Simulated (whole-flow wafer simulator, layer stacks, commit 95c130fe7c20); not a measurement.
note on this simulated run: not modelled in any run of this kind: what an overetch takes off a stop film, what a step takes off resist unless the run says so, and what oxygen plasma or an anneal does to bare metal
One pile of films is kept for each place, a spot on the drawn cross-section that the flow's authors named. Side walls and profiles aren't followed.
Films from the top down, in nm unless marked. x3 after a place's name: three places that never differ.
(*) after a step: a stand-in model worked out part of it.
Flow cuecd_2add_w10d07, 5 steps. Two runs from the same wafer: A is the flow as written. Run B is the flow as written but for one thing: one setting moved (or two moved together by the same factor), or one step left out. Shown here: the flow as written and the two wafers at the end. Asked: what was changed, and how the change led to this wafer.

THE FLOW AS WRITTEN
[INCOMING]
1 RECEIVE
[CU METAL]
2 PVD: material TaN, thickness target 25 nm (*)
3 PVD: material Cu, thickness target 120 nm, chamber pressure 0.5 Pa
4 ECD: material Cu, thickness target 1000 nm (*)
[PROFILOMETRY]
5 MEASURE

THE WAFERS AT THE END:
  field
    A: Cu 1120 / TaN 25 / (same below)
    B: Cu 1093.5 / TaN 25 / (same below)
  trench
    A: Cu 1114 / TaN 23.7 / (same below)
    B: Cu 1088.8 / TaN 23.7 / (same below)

The cause: step 3, PVD: thickness target 93.5 nm was run, where the flow has thickness target 120 nm.

How the change led to this, step by step:
  3 PVD: material Cu, thickness target 120 nm, chamber pressure 0.5 Pa
      field: A Cu +120 (new film) | B Cu +93.5 (new film)
      trench: A Cu +114 (new film) | B Cu +88.8 (new film)
